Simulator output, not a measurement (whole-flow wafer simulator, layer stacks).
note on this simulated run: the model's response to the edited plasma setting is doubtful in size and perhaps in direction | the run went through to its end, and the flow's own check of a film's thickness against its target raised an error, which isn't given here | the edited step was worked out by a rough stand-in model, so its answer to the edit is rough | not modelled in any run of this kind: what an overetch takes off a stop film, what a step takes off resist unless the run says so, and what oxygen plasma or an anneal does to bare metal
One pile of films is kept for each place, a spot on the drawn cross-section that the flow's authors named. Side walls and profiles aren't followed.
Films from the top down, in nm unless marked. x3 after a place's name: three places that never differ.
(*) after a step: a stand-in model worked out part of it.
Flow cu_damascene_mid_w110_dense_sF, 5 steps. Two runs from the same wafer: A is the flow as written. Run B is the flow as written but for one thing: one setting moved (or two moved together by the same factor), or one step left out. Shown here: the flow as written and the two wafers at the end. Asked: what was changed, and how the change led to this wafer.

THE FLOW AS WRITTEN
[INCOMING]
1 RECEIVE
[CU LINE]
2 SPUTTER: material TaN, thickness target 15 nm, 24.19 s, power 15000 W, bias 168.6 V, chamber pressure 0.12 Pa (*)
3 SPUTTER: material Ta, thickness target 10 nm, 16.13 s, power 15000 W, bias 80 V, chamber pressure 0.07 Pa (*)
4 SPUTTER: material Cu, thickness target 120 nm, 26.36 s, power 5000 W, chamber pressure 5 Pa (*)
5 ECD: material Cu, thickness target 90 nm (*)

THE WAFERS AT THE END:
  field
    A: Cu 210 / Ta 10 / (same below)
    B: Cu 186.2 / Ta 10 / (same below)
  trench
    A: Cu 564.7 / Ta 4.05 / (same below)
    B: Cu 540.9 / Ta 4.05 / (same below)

The cause: step 4, SPUTTER: power 4205 W was run, where the flow has power 5000 W.

How the change led to this, step by step:
  4 SPUTTER: material Cu, thickness target 120 nm, 26.36 s, power 5000 W, chamber pressure 5 Pa (*)
      field: A Cu +120 (new film) | B Cu +96.2 (new film)
      trench: A Cu +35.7 (new film) | B Cu +31.7 (new film)
  5 ECD: material Cu, thickness target 90 nm (*)
      trench: A Cu +529 | B Cu +509.2
